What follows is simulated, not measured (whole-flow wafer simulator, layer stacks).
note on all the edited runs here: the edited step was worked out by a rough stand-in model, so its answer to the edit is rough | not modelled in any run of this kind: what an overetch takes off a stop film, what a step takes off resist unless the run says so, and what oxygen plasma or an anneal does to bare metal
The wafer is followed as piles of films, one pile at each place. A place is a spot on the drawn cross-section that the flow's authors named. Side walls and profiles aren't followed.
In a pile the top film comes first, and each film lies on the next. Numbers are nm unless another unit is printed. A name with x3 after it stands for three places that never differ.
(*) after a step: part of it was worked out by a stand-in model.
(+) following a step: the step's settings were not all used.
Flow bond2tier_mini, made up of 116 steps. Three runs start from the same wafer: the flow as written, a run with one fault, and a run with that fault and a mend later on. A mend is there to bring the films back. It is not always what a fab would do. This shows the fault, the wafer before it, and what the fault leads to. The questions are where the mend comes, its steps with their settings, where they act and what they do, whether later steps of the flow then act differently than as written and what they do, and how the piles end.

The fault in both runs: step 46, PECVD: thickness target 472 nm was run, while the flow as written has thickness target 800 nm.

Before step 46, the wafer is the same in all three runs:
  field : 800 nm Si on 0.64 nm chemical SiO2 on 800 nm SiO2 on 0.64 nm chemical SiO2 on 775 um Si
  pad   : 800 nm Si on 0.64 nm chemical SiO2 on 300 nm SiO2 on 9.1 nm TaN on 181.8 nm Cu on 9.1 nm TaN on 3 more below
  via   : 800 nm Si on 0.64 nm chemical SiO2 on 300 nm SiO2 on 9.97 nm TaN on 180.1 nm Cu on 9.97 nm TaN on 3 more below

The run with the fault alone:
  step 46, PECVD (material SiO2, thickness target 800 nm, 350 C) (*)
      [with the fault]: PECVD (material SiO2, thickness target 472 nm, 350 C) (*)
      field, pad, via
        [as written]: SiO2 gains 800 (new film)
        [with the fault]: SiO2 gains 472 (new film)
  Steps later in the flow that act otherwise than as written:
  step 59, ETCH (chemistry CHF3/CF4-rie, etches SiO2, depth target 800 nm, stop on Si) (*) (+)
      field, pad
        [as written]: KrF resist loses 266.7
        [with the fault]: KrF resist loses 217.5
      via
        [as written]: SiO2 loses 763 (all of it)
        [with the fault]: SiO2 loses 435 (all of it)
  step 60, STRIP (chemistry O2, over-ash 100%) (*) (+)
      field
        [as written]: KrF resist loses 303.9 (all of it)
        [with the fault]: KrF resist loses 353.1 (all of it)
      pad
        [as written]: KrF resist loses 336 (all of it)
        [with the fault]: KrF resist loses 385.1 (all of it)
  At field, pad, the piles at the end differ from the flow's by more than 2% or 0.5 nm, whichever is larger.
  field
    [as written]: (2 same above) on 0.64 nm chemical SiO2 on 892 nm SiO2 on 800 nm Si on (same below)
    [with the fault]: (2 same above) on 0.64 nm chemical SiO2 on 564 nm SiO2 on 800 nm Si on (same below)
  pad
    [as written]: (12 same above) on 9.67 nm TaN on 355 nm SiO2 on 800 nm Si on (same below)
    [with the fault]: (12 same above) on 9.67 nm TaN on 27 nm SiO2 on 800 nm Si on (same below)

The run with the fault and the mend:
  The mend follows step 51.
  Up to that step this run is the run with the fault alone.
  step 51a, STRIP (chemistry O2, over-ash 100%) (+)
      field
        KrF resist loses 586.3 (all of it)
  step 51b, PECVD (material SiO2, thickness target 328 nm, 350 C) (*) (the flow's step 46, run once more with other settings)
      field, pad, via
        SiO2 gains 328
  step 51c, COAT (KrF resist, thickness 600 nm) (the flow's step 47, run once more)
      field, pad, via
        KrF resist gains 600 (new film)
  step 51d, SOFTBAKE (KrF resist) (the flow's step 48, run once more)
      leaves every film unchanged at each place that is followed
  step 51e, EXPOSE (photomask T2TRIM, NA 0.6) (the flow's step 49, run once more)
      leaves every film unchanged at each place that is followed
  step 51f, PEB (KrF resist) (the flow's step 50, run once more)
      leaves every film unchanged at each place that is followed
  step 51g, DEVELOP (developer TMAH-0.26N, 60 s) (the flow's step 51, run once more)
      pad, via
        KrF resist loses 600 (all of it)
      field
        KrF resist loses 13.7
  Every later step of the flow that is run acts as written at every place that is followed.
  The piles end the same as the flow's at every place that both follow.
